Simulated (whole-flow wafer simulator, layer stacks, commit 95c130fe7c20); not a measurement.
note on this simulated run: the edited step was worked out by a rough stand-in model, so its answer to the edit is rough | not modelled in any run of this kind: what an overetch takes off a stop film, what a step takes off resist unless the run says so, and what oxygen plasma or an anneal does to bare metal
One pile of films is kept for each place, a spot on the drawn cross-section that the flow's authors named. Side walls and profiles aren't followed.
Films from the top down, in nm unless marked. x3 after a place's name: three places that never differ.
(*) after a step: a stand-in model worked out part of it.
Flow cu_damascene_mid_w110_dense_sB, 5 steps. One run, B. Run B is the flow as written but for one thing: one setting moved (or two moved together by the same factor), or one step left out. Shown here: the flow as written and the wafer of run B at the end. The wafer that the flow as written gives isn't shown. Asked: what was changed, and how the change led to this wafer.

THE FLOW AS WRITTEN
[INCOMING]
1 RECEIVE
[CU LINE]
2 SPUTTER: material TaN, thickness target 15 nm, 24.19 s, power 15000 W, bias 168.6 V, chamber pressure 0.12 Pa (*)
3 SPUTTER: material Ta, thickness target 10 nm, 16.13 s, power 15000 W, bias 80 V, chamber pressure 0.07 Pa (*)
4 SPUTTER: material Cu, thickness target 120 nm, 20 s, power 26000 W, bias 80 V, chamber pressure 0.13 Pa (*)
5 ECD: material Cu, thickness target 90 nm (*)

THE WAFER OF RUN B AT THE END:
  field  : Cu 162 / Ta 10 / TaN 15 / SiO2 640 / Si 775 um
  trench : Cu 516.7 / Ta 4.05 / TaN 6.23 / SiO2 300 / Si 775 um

The cause: step 4, SPUTTER: thickness target 72 nm was run, where the flow has thickness target 120 nm; step 4, SPUTTER: 12 s was run, where the flow has 20 s.

How the change led to this, step by step:
  4 SPUTTER: material Cu, thickness target 120 nm, 20 s, power 26000 W, bias 80 V, chamber pressure 0.13 Pa (*)
      field: Cu +72 (new film) (as written it would be: Cu +120 (new film))
      trench: Cu +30 (new film) (as written it would be: Cu +49.9 (new film))
  5 ECD: material Cu, thickness target 90 nm (*)
      trench: Cu +486.8 (as written it would be: Cu +514.8)
